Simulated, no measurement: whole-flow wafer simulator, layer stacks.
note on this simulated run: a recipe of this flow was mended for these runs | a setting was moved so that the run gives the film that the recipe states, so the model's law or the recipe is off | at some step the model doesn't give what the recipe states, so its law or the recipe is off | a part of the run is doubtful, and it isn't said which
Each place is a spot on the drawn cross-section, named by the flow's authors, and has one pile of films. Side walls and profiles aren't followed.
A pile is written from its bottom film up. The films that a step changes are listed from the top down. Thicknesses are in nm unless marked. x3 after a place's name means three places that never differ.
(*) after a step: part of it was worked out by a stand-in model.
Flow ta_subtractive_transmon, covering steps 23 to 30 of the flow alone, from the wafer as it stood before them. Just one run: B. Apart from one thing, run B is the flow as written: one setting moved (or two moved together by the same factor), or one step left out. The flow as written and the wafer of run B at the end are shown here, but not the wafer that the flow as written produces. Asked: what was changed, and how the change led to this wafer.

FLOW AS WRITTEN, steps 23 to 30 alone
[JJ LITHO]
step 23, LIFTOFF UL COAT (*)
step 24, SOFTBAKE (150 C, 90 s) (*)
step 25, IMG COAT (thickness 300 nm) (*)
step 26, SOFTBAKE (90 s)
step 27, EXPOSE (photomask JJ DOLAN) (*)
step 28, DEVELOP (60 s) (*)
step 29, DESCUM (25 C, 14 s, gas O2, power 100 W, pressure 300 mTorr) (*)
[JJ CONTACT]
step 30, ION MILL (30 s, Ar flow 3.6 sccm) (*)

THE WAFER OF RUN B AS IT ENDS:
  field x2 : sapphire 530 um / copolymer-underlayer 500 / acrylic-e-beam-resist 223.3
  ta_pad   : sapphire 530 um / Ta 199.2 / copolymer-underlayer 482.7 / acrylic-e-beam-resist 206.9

What caused this: step 25, IMG COAT: thickness 255 nm was run, whereas the flow has thickness 300 nm.

The path from the change to this, step by step:
  step 25, IMG COAT (thickness 300 nm) (*)
      field x2, jj_line: +255 acrylic-e-beam-resist (new film) (it would be, as written: +300 acrylic-e-beam-resist (new film))
      lead: +266.2 acrylic-e-beam-resist (new film) (it would be, as written: +312.5 acrylic-e-beam-resist (new film))
      (and at 2 other places as well)
  step 28, DEVELOP (60 s) (*)
      jj_line: -255 acrylic-e-beam-resist (all of it), -500 copolymer-underlayer (all of it) (it would be, as written: -300 acrylic-e-beam-resist (all of it), -500 copolymer-underlayer (all of it))
      lead: -266.2 acrylic-e-beam-resist (all of it), -554.7 copolymer-underlayer (all of it) (it would be, as written: -312.5 acrylic-e-beam-resist (all of it), -554.7 copolymer-underlayer (all of it))
      (and at 1 other place as well)
